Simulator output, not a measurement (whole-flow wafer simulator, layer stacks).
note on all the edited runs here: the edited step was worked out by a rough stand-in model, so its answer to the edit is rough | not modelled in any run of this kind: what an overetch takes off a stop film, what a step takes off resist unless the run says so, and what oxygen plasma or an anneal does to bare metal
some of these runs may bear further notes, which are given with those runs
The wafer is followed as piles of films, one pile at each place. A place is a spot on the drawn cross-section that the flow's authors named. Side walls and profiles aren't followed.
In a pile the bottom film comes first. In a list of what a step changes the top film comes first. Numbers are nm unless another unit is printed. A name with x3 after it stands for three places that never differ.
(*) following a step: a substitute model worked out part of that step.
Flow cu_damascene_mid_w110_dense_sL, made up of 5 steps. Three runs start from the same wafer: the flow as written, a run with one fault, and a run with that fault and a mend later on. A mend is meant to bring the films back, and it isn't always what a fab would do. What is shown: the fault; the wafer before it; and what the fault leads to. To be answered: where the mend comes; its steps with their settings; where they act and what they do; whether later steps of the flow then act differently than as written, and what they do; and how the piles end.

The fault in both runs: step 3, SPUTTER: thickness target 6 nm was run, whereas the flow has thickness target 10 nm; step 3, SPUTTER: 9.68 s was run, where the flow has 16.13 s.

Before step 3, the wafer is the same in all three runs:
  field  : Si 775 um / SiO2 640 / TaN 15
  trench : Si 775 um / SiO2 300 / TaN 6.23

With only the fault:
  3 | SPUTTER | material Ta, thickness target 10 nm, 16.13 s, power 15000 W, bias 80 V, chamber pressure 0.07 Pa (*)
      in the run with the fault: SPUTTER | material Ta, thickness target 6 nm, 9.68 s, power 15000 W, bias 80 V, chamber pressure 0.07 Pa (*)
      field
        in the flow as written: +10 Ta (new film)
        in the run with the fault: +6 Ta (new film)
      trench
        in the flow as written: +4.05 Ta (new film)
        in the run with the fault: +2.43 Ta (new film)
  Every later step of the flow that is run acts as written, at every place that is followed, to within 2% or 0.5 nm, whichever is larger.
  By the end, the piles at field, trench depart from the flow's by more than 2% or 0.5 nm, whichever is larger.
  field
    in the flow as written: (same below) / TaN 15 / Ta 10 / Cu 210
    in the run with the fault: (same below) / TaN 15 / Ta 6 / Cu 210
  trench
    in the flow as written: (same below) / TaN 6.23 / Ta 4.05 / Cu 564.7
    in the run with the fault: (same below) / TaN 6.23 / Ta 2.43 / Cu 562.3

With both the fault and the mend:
  After step 3 comes the mend.
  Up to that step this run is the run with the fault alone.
  3a | SPUTTER | material Ta, thickness target 4 nm, 6.452 s, power 15000 W, bias 80 V, chamber pressure 0.07 Pa (*) (a further turn of the flow's step 3, with different settings)
      field
        +4 Ta
      trench
        +1.58 Ta
  Every later step of the flow that is run acts as written at every place that is followed.
  The piles end only slightly different from the flow's at the places that both follow, by no more than 2% or 0.5 nm, whichever is larger.
